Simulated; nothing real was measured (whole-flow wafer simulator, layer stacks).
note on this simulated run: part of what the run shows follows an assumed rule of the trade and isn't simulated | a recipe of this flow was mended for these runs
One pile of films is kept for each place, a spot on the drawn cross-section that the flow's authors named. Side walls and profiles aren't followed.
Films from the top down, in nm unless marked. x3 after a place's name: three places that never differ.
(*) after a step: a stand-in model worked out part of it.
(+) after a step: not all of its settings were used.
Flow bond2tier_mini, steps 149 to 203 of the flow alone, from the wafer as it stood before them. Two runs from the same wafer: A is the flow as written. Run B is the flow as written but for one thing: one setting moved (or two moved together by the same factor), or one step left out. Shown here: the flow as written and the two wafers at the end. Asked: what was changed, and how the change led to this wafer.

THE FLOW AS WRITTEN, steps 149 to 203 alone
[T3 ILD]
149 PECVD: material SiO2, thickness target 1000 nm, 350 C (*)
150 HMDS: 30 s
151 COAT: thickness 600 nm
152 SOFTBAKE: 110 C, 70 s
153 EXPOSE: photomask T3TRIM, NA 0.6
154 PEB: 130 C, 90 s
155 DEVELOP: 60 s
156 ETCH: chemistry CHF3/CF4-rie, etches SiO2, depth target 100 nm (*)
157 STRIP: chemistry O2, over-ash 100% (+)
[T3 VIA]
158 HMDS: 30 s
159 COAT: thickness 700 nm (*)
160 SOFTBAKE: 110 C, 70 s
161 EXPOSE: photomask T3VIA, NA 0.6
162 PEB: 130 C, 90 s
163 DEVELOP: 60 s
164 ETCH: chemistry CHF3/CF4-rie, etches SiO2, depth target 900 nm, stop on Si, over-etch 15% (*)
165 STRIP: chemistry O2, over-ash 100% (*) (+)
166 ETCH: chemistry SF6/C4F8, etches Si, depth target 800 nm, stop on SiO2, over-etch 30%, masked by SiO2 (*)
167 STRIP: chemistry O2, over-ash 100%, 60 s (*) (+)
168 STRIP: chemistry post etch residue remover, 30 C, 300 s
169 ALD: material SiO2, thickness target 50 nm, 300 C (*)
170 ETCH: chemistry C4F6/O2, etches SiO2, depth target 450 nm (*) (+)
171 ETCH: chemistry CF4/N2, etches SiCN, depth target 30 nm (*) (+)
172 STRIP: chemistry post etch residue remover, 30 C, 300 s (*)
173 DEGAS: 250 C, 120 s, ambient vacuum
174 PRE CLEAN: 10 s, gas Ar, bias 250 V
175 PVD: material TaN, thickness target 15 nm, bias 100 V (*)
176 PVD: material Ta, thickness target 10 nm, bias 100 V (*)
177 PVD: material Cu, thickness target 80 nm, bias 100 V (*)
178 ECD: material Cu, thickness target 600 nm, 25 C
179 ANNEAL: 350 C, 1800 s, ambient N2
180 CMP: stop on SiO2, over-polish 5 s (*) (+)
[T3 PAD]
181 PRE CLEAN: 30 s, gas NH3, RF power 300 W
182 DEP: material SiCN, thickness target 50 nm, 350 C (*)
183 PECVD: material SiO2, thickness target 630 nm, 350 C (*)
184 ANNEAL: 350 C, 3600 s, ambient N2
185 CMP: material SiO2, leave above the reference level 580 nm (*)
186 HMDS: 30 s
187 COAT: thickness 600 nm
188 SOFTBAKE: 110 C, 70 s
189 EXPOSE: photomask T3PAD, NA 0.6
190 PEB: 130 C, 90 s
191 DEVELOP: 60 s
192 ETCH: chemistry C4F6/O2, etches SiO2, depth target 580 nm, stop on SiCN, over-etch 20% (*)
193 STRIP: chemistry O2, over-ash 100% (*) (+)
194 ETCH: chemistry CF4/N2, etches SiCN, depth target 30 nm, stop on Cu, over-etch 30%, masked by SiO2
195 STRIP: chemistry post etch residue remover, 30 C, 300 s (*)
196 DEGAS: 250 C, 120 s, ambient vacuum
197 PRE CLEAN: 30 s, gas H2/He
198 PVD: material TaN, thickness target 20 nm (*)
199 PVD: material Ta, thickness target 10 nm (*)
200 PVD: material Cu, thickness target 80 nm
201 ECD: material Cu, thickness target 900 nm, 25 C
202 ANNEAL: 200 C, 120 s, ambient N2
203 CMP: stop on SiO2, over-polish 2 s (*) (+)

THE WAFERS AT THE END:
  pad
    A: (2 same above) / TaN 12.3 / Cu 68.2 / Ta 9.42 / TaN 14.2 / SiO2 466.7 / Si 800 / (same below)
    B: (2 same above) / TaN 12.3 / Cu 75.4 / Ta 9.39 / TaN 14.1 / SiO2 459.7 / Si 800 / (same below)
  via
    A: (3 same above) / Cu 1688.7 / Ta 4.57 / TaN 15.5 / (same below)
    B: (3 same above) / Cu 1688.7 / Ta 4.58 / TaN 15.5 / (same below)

The cause: step 156, ETCH: depth target 107.2 nm was run, where the flow has depth target 100 nm.

How the change led to this, step by step:
  156 ETCH: chemistry CHF3/CF4-rie, etches SiO2, depth target 100 nm (*)
      pad, via: A SiO2 -100 | B SiO2 -107.2
      field: A thick-KrF-resist -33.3 | B thick-KrF-resist -35.7
  164 ETCH: chemistry CHF3/CF4-rie, etches SiO2, depth target 900 nm, stop on Si, over-etch 15% (*)
      via: A SiO2 -900 (all of it), Si -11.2 | B SiO2 -892.8 (all of it), Si -11.9
